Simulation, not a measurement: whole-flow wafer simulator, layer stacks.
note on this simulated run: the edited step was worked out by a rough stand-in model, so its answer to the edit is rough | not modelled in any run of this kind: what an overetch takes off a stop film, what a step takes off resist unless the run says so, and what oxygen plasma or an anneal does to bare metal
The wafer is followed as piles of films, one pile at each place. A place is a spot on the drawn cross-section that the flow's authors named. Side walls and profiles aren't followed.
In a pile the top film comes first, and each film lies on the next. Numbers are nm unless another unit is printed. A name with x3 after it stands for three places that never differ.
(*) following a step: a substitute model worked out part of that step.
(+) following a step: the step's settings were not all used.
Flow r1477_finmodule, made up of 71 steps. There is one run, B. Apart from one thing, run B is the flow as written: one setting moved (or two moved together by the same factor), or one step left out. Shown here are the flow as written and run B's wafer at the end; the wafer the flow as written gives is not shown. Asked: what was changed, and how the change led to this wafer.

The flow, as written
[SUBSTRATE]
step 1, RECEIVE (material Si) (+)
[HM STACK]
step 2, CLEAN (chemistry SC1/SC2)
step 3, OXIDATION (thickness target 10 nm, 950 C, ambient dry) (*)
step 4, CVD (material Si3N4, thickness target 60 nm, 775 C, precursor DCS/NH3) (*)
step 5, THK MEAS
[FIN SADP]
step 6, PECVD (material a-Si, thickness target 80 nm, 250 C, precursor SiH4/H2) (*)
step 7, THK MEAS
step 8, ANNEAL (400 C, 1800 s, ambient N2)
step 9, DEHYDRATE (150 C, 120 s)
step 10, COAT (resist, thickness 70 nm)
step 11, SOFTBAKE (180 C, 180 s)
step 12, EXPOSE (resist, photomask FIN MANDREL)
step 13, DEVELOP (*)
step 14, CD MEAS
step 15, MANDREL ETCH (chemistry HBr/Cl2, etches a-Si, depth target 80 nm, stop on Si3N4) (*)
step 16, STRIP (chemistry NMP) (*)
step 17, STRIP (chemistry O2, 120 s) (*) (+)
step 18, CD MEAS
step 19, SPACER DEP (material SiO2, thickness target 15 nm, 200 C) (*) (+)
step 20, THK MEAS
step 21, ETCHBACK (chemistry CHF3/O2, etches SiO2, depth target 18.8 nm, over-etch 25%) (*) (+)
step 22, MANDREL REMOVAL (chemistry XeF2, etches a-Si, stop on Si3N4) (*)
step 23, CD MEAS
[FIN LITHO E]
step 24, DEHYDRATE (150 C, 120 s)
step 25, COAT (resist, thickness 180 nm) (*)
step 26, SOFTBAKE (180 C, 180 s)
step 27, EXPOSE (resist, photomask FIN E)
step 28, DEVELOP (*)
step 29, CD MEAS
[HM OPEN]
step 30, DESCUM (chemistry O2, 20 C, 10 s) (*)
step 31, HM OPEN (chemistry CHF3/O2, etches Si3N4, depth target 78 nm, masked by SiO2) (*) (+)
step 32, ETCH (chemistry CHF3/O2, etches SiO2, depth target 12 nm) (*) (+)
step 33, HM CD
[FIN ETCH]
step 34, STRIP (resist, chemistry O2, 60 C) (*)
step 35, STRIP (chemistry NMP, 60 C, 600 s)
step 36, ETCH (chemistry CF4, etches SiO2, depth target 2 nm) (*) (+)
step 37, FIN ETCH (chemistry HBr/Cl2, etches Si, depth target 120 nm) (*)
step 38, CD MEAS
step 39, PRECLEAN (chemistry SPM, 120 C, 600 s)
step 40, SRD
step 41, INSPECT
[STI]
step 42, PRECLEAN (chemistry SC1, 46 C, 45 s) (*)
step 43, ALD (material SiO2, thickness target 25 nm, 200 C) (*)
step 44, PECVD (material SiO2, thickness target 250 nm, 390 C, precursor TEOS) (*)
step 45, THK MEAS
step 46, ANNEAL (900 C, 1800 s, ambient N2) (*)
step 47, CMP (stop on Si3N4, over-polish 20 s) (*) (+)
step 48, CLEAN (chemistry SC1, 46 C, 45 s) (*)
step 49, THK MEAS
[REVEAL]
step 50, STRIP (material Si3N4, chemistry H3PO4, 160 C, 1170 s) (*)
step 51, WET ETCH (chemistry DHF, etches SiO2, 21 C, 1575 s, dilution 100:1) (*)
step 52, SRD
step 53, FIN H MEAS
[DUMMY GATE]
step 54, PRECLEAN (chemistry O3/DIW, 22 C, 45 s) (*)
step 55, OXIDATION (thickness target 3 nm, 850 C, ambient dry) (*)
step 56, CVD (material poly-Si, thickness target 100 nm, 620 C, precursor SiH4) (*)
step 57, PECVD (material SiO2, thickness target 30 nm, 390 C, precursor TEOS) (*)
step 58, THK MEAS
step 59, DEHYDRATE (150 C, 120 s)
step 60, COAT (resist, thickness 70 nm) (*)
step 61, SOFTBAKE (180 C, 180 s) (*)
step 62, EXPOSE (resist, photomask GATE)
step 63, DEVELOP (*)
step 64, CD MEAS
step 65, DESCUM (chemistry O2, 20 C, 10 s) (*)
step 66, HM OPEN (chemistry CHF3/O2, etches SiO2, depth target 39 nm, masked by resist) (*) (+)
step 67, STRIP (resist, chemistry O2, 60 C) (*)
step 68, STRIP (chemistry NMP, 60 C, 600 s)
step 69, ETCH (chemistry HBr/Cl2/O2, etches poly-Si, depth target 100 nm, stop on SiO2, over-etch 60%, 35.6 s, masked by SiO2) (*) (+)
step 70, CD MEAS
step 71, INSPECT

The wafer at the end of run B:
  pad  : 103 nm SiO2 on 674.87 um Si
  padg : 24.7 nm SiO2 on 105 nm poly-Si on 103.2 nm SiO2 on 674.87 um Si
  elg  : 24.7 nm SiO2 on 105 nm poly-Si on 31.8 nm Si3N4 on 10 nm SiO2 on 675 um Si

What caused this: step 56, CVD: thickness target 105 nm was run, though the flow has thickness target 100 nm.
The wafer itself shows it: padg has poly-Si 105, and step 56 as written asks for 100 nm.

The path from the change to this, step by step:
  step 56, CVD (material poly-Si, thickness target 100 nm, 620 C, precursor SiH4) (*)
      pad, padg, elg and 26 more: +105 poly-Si (new film) (it would be, as written: +100 poly-Si (new film))
      s40cg, s40co: +119 poly-Si (new film) (it would be, as written: +113.9 poly-Si (new film))
      (and at 5 other places as well)
  step 69, ETCH (chemistry HBr/Cl2/O2, etches poly-Si, depth target 100 nm, stop on SiO2, over-etch 60%, 35.6 s, masked by SiO2) (*) (+)
      elo, e40lo, e100lo, e200lo: -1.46 chemical SiO2 (all of it), -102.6 poly-Si (all of it) (it would be, as written: -1.46 chemical SiO2 (all of it), -97.6 poly-Si (all of it), -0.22 Si3N4)
      pad, eso, e40so and 8 more: -1.46 chemical SiO2 (all of it), -102.6 poly-Si (all of it), -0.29 SiO2 (it would be, as written: -1.46 chemical SiO2 (all of it), -97.6 poly-Si (all of it), -0.42 SiO2)
      (and at 3 other places as well)
